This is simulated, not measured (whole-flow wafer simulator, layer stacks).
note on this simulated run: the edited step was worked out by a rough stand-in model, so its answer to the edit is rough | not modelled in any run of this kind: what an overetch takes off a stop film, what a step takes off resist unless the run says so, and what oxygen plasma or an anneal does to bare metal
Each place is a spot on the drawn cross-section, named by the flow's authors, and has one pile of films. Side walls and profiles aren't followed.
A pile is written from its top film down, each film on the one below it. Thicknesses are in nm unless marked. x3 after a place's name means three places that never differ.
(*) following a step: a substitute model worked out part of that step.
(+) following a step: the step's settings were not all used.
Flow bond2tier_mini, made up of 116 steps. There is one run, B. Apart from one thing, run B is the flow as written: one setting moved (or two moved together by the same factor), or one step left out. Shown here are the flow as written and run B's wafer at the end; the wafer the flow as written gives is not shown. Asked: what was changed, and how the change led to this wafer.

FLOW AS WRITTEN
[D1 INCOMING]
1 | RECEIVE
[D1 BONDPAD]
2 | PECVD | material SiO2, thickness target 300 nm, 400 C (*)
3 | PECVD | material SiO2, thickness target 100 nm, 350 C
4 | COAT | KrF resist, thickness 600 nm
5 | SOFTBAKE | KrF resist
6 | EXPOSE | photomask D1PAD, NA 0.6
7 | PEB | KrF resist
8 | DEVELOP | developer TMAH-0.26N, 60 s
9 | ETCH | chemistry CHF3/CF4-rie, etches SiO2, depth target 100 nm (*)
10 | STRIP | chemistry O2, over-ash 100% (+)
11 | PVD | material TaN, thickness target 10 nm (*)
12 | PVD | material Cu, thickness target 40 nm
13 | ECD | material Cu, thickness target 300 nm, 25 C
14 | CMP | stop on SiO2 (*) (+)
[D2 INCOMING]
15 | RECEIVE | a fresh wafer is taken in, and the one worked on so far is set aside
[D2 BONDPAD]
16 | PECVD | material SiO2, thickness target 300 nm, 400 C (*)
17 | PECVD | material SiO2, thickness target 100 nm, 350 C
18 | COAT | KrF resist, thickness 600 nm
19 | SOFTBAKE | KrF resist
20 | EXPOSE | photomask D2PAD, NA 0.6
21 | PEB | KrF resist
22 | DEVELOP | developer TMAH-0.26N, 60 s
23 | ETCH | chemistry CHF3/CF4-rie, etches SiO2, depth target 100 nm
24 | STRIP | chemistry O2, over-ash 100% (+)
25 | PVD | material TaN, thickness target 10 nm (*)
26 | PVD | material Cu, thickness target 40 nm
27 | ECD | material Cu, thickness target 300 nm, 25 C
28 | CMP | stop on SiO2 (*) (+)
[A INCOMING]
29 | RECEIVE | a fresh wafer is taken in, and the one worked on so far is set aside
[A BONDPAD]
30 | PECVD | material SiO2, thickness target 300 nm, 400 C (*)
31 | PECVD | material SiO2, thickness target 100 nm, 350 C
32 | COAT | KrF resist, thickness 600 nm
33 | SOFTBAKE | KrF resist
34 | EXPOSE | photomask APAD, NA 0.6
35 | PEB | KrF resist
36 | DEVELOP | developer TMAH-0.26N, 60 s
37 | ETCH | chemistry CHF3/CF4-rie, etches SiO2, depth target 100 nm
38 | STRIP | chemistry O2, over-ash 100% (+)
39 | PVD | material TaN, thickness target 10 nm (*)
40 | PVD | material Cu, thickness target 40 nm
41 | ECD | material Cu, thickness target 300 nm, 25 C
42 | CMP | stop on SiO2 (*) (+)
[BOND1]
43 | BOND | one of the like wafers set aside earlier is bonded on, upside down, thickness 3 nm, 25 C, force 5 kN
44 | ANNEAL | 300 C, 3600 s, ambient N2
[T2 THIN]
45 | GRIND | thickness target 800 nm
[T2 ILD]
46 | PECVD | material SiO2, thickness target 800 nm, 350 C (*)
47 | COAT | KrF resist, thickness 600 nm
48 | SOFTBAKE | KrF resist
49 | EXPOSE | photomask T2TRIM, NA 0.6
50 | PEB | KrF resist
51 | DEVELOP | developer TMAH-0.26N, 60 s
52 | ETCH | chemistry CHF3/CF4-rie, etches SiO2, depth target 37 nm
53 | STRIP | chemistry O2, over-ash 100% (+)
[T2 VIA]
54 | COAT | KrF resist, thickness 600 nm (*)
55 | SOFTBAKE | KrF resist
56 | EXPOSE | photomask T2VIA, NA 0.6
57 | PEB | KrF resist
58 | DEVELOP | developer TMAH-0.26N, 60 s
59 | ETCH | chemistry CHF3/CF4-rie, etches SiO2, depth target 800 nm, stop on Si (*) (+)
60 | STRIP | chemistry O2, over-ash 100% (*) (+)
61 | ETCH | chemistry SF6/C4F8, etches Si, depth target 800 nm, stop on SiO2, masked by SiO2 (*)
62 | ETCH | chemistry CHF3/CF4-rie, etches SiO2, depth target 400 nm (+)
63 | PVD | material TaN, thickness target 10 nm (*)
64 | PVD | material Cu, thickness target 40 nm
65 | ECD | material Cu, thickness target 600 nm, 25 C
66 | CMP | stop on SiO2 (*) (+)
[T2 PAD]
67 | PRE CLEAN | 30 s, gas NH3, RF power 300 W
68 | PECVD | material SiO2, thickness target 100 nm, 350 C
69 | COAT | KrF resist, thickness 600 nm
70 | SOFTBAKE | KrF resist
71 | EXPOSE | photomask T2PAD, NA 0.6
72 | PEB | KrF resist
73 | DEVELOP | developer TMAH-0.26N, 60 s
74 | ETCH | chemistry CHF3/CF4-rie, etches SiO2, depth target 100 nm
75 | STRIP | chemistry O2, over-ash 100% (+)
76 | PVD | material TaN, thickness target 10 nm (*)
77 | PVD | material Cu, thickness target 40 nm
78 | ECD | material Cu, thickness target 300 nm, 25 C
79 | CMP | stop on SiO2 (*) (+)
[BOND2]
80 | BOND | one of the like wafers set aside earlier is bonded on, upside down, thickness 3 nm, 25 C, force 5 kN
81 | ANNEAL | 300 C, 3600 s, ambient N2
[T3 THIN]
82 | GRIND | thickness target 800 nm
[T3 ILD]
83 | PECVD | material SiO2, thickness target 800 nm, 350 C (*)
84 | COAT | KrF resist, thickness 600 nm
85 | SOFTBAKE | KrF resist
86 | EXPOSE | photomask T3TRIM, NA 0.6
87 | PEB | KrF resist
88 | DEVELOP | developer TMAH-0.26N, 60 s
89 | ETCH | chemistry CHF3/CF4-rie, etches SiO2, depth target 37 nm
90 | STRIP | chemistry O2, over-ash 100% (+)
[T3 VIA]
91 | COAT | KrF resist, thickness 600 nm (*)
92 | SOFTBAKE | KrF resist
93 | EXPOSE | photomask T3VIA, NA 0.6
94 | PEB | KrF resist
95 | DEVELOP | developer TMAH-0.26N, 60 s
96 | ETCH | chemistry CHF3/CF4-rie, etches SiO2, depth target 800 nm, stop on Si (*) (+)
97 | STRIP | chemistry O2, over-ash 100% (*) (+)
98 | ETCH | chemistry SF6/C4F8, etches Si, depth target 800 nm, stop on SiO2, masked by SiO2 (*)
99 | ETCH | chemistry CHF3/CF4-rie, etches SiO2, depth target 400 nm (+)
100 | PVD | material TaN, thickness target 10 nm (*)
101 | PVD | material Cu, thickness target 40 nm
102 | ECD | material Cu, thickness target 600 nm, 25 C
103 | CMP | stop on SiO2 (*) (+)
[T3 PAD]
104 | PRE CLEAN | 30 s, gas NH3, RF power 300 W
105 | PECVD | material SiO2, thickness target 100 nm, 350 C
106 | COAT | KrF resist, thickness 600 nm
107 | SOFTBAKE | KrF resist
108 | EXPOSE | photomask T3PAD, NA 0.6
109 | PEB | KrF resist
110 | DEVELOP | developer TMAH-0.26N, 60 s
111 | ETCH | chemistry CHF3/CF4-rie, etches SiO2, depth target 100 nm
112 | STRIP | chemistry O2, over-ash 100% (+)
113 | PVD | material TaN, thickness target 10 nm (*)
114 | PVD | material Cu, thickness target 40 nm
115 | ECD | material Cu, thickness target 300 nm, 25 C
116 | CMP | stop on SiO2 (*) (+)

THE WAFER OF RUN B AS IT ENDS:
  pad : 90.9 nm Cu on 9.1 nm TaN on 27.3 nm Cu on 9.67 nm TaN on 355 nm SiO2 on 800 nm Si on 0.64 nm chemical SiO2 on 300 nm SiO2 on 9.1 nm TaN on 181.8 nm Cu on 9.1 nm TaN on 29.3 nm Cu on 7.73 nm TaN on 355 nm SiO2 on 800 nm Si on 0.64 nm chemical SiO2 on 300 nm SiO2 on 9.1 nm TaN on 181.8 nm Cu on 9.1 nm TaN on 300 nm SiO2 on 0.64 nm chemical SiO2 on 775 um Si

Cause: step 63, PVD: thickness target 8 nm was run, while the flow as written has thickness target 10 nm.

The path from the change to this, step by step:
  63 | PVD | material TaN, thickness target 10 nm (*)
      field: +8 TaN (new film) (as written it would have been: +10 TaN (new film))
      pad: +7.73 TaN (new film) (as written it would have been: +9.67 TaN (new film))
  66 | CMP | stop on SiO2 (*) (+)
      field: -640 Cu (all of it), -8 TaN (all of it) (as written it would have been: -640 Cu (all of it), -10 TaN (all of it))
